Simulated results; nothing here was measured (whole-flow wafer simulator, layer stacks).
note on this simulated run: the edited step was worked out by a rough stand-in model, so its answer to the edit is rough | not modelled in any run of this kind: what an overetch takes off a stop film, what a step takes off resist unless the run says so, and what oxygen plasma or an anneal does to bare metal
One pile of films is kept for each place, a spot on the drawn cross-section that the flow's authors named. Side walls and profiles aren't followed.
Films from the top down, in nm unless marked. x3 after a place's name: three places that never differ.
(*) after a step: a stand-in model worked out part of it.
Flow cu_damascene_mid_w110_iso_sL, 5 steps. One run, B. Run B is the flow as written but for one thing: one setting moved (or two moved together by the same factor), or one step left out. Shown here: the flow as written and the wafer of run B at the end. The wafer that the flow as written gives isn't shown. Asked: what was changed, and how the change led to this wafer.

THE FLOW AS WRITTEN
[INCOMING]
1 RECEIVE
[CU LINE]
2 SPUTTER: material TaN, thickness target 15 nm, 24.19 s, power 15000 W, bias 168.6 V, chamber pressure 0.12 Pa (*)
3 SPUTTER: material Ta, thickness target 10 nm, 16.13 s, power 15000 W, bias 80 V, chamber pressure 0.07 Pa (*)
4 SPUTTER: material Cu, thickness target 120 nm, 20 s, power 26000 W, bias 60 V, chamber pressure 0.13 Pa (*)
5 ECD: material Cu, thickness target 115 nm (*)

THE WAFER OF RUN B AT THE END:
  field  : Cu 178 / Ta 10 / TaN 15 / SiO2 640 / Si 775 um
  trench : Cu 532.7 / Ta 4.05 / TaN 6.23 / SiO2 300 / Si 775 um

The cause: step 4, SPUTTER: thickness target 63 nm was run, where the flow has thickness target 120 nm; step 4, SPUTTER: 10.5 s was run, where the flow has 20 s.

How the change led to this, step by step:
  4 SPUTTER: material Cu, thickness target 120 nm, 20 s, power 26000 W, bias 60 V, chamber pressure 0.13 Pa (*)
      field: Cu +63 (new film) (as written it would be: Cu +120 (new film))
      trench: Cu +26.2 (new film) (as written it would be: Cu +49.9 (new film))
  5 ECD: material Cu, thickness target 115 nm (*)
      trench: Cu +506.5 (as written it would be: Cu +539.8)
